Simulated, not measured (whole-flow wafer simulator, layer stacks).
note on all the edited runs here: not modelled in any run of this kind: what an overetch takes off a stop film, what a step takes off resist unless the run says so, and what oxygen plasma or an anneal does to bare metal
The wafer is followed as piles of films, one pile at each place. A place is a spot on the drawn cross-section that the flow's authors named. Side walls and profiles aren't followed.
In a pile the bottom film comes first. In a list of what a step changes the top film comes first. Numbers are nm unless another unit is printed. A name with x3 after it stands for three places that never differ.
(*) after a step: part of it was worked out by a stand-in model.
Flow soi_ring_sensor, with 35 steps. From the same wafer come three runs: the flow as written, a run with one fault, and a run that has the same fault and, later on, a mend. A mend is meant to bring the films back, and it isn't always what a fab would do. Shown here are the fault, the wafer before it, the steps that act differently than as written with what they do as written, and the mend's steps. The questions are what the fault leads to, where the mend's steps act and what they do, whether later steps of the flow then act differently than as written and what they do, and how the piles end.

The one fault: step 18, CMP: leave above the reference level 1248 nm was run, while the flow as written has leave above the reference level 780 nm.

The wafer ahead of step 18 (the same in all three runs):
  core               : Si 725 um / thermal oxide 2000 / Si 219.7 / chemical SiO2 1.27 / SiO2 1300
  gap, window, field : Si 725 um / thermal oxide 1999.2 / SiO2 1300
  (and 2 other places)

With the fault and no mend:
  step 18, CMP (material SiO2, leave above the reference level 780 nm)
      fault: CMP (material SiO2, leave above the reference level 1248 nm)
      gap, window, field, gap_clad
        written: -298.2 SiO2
        fault: nothing
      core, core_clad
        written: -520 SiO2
        fault: -52 SiO2
  Later steps of the flow acting differently than as written (1 more step, not shown, differs only slightly: by at most 2% or 0.5 nm, whichever is larger):
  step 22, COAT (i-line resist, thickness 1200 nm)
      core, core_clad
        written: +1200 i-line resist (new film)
        fault: +1053.2 i-line resist (new film)
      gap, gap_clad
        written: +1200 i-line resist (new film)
        fault: +1224.6 i-line resist (new film)
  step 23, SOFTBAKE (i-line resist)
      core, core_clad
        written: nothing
        fault: -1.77 i-line resist
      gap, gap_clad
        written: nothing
        fault: -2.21 i-line resist
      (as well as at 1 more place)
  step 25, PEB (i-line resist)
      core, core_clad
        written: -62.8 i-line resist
        fault: -54.7 i-line resist
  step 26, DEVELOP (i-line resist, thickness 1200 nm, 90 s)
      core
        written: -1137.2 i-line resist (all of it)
        fault: -996.7 i-line resist (all of it)
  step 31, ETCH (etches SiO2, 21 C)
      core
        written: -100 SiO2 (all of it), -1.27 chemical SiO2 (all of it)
        fault: -462 SiO2
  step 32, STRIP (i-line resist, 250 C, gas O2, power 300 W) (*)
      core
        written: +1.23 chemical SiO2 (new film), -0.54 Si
        fault: nothing
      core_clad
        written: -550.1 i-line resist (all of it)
        fault: -409.9 i-line resist (all of it)
  By the end, the piles at core, field, core_clad depart from the flow's by more than 2% or 0.5 nm, whichever is larger.
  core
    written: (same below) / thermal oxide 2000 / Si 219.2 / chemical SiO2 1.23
    fault: (same below) / thermal oxide 2000 / Si 219.7 / chemical SiO2 1.27 / SiO2 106
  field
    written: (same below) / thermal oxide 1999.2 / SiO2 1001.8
    fault: (same below) / thermal oxide 1999.2 / SiO2 1300
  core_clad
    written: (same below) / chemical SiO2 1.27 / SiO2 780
    fault: (same below) / chemical SiO2 1.27 / SiO2 1248

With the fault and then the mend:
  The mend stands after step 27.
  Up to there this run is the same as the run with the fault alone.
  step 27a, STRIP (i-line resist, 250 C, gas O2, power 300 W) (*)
      field
        -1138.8 i-line resist (all of it)
      core_clad
        -996.6 i-line resist (all of it)
      gap_clad
        -1158.4 i-line resist (all of it)
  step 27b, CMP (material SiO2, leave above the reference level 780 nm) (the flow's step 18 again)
      gap, window, field, gap_clad
        -298.2 SiO2
      core, core_clad
        -468 SiO2
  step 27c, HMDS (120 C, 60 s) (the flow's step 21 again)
      alters no film at any place that is followed
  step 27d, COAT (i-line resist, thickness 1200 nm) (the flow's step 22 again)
      core, gap, window, field, core_clad, gap_clad
        +1200 i-line resist (new film)
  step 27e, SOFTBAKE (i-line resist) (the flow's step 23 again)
      alters no film at any place that is followed
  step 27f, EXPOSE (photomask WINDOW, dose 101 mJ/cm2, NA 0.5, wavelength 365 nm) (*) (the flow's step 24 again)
      alters no film at any place that is followed
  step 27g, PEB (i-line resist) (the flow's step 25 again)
      core, gap, window, field, core_clad, gap_clad
        -62.8 i-line resist
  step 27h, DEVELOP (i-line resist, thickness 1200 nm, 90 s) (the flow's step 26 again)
      core, gap, window
        -1137.2 i-line resist (all of it)
      field, core_clad, gap_clad
        -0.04 i-line resist
  Every later step of the flow that is run acts as written at every place that is followed.
  At every place that both follow, the piles at the end match the flow's.
